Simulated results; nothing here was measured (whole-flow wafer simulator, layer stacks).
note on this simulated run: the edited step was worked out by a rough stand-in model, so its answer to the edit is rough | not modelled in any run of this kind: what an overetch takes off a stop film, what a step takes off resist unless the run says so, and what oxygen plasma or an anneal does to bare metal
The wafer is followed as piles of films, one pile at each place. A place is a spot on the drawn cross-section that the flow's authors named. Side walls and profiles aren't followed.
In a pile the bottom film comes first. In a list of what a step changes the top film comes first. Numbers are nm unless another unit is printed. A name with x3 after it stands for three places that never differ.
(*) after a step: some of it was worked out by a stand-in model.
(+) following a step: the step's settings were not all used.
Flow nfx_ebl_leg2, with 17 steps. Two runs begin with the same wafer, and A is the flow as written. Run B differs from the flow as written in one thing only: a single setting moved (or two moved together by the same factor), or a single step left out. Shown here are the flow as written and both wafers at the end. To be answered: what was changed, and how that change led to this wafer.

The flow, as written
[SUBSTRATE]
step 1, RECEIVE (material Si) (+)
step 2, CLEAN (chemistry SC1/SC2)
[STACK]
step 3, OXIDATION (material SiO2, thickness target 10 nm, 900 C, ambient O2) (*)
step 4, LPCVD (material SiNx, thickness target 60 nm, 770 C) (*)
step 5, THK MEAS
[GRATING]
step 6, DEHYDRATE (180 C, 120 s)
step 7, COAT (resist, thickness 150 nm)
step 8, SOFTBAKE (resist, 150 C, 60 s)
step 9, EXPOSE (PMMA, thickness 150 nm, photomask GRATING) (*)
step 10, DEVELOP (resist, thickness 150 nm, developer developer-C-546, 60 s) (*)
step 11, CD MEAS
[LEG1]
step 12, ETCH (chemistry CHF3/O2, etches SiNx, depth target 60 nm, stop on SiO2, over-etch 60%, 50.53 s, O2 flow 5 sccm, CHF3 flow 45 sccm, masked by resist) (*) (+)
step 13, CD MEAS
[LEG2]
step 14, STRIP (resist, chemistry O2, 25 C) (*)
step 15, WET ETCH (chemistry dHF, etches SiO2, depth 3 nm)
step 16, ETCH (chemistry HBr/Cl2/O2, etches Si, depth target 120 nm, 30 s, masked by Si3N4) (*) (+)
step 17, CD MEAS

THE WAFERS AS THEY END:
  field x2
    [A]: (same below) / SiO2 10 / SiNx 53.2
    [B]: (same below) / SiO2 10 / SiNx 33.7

What caused this: step 4, LPCVD: thickness target 40.5 nm was run, while the flow as written has thickness target 60 nm.

How this came from the change, step by step:
  step 4, LPCVD (material SiNx, thickness target 60 nm, 770 C) (*)
      field x2, pad x2: A SiNx gains 60 (new film) | B SiNx gains 40.5 (new film)
  step 12, ETCH (chemistry CHF3/O2, etches SiNx, depth target 60 nm, stop on SiO2, over-etch 60%, 50.53 s, O2 flow 5 sccm, CHF3 flow 45 sccm, masked by resist) (*) (+)
      pad x2: A SiNx loses 60 (all of it), SiO2 loses 10 (all of it) | B SiNx loses 40.5 (all of it), SiO2 loses 10 (all of it)
